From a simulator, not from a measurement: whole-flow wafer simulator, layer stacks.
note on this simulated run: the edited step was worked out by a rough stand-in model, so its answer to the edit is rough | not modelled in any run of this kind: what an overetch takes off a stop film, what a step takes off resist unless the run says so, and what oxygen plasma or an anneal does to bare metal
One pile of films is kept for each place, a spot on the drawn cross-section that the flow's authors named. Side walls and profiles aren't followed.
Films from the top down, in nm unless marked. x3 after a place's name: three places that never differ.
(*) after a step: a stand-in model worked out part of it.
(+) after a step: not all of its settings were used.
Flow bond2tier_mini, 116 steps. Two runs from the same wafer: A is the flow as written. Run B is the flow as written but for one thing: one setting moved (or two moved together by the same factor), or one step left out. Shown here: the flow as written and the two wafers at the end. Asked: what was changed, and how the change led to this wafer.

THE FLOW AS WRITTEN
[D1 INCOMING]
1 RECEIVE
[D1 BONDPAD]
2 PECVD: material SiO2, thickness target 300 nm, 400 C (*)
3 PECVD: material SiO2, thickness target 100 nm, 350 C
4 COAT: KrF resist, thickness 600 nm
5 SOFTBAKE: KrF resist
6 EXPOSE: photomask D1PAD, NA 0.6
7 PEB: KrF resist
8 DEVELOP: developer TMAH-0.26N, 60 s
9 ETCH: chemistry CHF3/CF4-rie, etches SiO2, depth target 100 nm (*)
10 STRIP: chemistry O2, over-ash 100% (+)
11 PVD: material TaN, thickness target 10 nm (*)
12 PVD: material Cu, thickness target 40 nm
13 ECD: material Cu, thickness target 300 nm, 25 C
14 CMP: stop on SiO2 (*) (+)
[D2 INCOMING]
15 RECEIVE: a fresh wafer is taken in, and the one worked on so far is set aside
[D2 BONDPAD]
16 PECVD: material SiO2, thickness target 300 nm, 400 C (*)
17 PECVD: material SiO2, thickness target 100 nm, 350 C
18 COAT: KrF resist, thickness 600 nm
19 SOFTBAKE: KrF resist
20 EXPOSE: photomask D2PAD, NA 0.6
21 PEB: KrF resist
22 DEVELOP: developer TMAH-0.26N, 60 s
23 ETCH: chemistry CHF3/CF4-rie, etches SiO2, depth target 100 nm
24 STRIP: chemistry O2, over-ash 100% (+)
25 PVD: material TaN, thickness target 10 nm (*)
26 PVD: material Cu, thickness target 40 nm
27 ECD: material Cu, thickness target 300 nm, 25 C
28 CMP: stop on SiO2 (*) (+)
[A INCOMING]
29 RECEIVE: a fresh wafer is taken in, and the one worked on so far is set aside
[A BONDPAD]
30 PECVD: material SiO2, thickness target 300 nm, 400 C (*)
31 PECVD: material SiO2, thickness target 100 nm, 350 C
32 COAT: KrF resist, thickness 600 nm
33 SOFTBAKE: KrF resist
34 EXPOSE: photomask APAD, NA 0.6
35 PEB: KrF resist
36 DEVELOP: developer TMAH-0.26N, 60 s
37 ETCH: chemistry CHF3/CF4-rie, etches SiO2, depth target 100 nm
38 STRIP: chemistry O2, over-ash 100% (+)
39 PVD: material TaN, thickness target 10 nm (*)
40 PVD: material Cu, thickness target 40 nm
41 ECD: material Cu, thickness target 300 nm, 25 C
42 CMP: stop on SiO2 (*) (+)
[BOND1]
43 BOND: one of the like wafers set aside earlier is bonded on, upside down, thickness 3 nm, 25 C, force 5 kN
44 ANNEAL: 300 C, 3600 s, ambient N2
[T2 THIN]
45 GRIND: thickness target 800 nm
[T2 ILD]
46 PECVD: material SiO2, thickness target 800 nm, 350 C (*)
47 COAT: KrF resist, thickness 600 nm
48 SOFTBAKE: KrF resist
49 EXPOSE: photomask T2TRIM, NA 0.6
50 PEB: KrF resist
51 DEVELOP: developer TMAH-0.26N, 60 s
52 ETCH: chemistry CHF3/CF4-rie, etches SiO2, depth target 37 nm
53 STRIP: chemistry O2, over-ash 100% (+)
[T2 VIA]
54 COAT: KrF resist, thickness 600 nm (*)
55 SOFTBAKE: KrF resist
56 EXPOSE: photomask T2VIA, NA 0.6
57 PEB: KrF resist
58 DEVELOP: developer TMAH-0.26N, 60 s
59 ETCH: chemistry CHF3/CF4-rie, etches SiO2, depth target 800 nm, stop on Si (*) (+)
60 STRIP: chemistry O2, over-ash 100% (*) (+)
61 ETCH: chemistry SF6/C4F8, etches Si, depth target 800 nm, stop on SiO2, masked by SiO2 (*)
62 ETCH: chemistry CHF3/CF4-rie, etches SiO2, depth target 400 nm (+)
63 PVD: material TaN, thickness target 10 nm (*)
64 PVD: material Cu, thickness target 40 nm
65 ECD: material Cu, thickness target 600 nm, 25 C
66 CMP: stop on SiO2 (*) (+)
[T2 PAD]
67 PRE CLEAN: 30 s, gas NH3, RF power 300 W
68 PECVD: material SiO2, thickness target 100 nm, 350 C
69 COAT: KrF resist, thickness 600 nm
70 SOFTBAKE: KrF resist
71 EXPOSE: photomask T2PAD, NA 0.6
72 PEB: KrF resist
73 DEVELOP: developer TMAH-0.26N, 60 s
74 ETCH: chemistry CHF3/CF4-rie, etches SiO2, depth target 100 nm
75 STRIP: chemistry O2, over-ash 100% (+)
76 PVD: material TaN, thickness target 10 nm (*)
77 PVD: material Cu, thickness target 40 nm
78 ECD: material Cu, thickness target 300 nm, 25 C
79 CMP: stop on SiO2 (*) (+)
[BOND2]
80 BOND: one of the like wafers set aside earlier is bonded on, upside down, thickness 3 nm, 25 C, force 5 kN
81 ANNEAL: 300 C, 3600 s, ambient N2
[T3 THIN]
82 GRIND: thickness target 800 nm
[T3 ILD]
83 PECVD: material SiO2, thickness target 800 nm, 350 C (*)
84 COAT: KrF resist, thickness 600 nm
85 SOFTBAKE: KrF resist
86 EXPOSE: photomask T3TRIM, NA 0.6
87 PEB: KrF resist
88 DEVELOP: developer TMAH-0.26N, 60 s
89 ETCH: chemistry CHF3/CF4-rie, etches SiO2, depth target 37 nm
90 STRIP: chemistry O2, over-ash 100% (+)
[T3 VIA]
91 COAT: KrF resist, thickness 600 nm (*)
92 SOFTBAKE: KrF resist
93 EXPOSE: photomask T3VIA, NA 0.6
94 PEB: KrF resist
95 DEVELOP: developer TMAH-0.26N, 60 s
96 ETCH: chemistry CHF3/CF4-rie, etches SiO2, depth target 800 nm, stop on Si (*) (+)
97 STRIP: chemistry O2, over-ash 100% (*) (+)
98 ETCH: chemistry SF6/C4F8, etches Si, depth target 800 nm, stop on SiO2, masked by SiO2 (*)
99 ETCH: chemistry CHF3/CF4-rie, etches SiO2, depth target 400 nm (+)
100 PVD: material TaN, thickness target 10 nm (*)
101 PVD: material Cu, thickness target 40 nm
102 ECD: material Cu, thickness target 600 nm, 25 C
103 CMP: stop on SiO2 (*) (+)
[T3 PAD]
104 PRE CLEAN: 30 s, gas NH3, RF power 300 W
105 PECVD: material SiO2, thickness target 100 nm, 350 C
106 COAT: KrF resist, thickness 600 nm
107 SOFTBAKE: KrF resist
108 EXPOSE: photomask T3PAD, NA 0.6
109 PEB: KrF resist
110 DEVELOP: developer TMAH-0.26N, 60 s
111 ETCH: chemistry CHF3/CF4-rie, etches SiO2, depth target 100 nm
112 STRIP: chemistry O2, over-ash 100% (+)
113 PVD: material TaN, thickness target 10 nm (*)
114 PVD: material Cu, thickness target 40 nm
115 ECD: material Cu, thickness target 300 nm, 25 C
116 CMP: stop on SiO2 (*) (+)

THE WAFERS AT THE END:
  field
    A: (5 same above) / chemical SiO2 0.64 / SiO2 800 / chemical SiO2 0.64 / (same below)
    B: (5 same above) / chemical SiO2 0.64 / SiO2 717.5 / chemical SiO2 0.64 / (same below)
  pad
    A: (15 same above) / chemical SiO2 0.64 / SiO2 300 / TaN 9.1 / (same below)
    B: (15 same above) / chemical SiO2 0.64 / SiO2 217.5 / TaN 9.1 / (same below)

The cause: step 2, PECVD: thickness target 217.5 nm was run, where the flow has thickness target 300 nm.
It can be read off the wafer: pad has SiO2 217.5, and step 2 as written asks for 300 nm.

How the change led to this, step by step:
  2 PECVD: material SiO2, thickness target 300 nm, 400 C (*)
      field, pad, via: A SiO2 +300 (new film) | B SiO2 +217.5 (new film)
  43 BOND: one of the like wafers set aside earlier is bonded on, upside down, thickness 3 nm, 25 C, force 5 kN
      field: A Si +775 um (new film), chemical SiO2 +0.64 (new film), SiO2 +400 | B Si +775 um (new film), chemical SiO2 +0.64 (new film), SiO2 +317.5
      pad: A Si +775 um (new film), chemical SiO2 +0.64 (new film), SiO2 +300 (new film), TaN +9.1 (new film), Cu +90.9 | B Si +775 um (new film), chemical SiO2 +0.64 (new film), SiO2 +217.5 (new film), TaN +9.1 (new film), Cu +90.9
      (and at 1 more place)
